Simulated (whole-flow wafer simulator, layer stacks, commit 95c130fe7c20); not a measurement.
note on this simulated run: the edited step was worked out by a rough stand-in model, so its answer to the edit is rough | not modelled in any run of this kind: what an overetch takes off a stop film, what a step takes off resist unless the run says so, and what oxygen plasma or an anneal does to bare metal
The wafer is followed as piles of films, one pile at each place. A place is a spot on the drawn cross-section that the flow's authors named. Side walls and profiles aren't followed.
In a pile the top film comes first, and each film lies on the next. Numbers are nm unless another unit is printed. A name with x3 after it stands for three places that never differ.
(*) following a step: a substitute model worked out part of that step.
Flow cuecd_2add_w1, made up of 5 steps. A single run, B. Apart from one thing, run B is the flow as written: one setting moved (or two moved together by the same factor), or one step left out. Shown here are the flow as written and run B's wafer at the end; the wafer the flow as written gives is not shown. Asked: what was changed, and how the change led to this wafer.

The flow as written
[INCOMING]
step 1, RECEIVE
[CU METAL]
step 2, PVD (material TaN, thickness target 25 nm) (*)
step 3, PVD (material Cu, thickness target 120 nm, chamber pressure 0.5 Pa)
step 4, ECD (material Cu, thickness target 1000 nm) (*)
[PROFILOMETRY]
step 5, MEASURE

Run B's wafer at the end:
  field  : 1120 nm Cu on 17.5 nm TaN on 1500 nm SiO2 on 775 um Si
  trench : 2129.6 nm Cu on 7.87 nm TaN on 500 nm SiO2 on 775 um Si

The reason: step 2, PVD: thickness target 17.5 nm was run, while the flow as written has thickness target 25 nm.
The wafer itself shows it: field has TaN 17.5, and step 2 as written asks for 25 nm.

The path from the change to this, step by step:
  step 2, PVD (material TaN, thickness target 25 nm) (*)
      field: TaN gains 17.5 (new film) (it would be, as written: TaN gains 25 (new film))
      trench: TaN gains 7.87 (new film) (it would be, as written: TaN gains 11.2 (new film))
